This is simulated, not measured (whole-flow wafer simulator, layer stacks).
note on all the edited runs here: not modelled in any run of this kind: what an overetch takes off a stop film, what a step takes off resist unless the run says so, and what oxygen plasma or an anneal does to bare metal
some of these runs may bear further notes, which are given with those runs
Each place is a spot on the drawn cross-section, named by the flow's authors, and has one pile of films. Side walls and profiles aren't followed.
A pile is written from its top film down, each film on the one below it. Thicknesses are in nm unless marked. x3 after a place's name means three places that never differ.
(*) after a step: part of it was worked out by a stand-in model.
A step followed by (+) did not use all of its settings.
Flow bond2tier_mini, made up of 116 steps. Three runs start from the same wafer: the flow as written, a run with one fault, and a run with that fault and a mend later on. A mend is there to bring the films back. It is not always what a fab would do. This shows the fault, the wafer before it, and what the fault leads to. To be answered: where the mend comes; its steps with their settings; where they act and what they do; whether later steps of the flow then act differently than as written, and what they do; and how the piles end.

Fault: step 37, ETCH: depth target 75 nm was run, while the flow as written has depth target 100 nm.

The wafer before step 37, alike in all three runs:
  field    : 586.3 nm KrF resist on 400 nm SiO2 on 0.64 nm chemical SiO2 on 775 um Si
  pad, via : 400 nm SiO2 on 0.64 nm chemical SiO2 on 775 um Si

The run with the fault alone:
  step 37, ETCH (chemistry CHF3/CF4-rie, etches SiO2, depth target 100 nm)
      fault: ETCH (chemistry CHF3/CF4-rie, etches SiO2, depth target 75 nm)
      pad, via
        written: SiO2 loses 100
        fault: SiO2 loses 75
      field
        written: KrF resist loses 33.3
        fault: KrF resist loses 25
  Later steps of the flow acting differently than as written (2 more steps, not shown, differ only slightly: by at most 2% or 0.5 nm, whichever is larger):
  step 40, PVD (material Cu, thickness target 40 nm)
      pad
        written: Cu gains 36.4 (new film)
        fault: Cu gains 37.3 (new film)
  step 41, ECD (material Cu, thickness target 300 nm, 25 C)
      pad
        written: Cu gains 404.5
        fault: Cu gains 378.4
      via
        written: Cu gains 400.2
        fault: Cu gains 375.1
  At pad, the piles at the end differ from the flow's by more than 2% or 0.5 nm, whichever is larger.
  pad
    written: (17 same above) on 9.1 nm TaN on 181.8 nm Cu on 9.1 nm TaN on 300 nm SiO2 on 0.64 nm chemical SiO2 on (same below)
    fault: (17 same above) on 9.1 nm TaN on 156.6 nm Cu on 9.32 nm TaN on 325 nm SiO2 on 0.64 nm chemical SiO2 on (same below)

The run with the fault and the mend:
  The mend follows step 38.
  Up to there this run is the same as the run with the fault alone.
  step 38a, COAT (KrF resist, thickness 600 nm) (*) (the flow's step 32 again)
      field
        KrF resist gains 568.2 (new film)
      pad
        KrF resist gains 633.2 (new film)
      via
        KrF resist gains 629.1 (new film)
  step 38b, SOFTBAKE (KrF resist) (the flow's step 33 again)
      alters no film at any place that is followed
  step 38c, EXPOSE (photomask APAD, NA 0.6) (the flow's step 34 again)
      alters no film at any place that is followed
  step 38d, PEB (KrF resist) (the flow's step 35 again)
      alters no film at any place that is followed
  step 38e, DEVELOP (developer TMAH-0.26N, 60 s) (the flow's step 36 again)
      field
        KrF resist loses 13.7
      pad
        KrF resist loses 633.2 (all of it)
      via
        KrF resist loses 629.1 (all of it)
  step 38f, ETCH (chemistry CHF3/CF4-rie, etches SiO2, depth target 25 nm) (the flow's step 37 again, with other settings)
      pad, via
        SiO2 loses 25
      field
        KrF resist loses 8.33
  step 38g, STRIP (chemistry O2, over-ash 100%) (+) (the flow's step 38 again)
      field
        KrF resist loses 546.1 (all of it)
  Every later step of the flow that is run acts as written at every place that is followed.
  By the end, the piles equal the flow's at every place that both follow.
